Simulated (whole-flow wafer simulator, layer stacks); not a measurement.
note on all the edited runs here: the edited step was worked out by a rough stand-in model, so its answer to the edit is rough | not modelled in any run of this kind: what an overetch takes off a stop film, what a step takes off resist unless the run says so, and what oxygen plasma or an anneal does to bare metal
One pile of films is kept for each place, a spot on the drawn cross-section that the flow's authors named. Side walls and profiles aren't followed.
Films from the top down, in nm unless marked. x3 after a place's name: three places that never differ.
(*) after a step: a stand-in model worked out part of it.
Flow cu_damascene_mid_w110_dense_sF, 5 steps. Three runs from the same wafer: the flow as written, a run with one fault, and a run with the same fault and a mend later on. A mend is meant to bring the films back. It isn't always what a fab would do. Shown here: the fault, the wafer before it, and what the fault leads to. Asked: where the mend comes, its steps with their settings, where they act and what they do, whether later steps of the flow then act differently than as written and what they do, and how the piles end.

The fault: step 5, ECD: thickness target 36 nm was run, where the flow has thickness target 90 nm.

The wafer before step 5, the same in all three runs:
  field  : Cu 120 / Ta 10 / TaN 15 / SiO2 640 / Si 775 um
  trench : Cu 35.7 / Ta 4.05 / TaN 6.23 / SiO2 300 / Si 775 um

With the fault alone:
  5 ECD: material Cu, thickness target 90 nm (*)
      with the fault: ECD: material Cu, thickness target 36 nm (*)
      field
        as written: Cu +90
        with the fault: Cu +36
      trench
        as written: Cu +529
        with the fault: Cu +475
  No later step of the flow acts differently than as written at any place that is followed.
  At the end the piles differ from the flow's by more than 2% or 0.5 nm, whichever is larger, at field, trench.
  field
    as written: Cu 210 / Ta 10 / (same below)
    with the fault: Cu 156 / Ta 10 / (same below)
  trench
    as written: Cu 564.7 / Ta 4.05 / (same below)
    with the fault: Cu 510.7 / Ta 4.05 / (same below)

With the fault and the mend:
  The mend comes after step 5.
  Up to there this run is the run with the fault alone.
  5a ECD: material Cu, thickness target 54 nm (the flow's step 5 once more, with other settings)
      field, trench
        Cu +54
  No later step of the flow acts differently than as written at any place that is followed.
  At the end the piles are the same as the flow's at every place that both follow.
